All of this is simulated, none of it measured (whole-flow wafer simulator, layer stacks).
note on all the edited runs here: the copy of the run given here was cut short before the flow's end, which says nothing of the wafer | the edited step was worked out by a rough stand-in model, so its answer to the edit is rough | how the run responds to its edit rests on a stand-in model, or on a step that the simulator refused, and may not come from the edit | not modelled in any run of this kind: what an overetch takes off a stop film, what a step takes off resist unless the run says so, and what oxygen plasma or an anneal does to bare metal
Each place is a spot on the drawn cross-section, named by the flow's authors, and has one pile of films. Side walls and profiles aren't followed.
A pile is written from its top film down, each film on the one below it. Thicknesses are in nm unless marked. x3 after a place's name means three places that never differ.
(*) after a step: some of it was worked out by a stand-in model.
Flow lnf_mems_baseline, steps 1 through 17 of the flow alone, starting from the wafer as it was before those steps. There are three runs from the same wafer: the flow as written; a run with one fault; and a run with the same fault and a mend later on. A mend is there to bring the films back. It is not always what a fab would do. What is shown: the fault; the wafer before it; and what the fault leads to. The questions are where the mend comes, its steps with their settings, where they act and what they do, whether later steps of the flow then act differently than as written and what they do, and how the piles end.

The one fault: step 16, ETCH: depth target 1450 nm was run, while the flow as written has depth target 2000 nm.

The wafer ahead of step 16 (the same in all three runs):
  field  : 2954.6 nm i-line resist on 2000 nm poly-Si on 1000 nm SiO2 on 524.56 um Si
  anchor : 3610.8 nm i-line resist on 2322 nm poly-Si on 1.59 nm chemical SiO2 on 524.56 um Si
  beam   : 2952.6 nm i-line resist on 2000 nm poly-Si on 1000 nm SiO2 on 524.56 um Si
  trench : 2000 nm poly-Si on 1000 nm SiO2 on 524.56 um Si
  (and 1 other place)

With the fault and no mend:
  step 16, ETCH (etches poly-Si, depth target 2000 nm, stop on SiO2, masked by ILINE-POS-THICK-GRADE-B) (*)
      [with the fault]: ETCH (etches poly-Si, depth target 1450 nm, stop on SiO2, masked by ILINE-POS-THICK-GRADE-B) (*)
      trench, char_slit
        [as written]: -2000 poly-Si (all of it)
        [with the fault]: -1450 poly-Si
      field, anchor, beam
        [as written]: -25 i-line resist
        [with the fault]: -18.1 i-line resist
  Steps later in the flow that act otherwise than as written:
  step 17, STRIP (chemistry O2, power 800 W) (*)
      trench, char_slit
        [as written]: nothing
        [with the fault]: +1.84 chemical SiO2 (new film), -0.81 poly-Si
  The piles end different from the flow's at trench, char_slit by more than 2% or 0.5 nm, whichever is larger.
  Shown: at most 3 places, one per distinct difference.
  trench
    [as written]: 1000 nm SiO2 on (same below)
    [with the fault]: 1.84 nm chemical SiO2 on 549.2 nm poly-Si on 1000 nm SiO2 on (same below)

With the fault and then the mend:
  After step 16 comes the mend.
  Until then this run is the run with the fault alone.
  step 16a, ETCH (etches poly-Si, depth target 550 nm, stop on SiO2, masked by ILINE-POS-THICK-GRADE-B) (*) (the flow's step 16 again, with other settings)
      field, anchor, beam
        -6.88 i-line resist
      trench, char_slit
        -550 poly-Si (all of it)
  Later steps of the flow that are run all act as written at every place that is followed.
  The piles end the same as the flow's at every place that both follow.
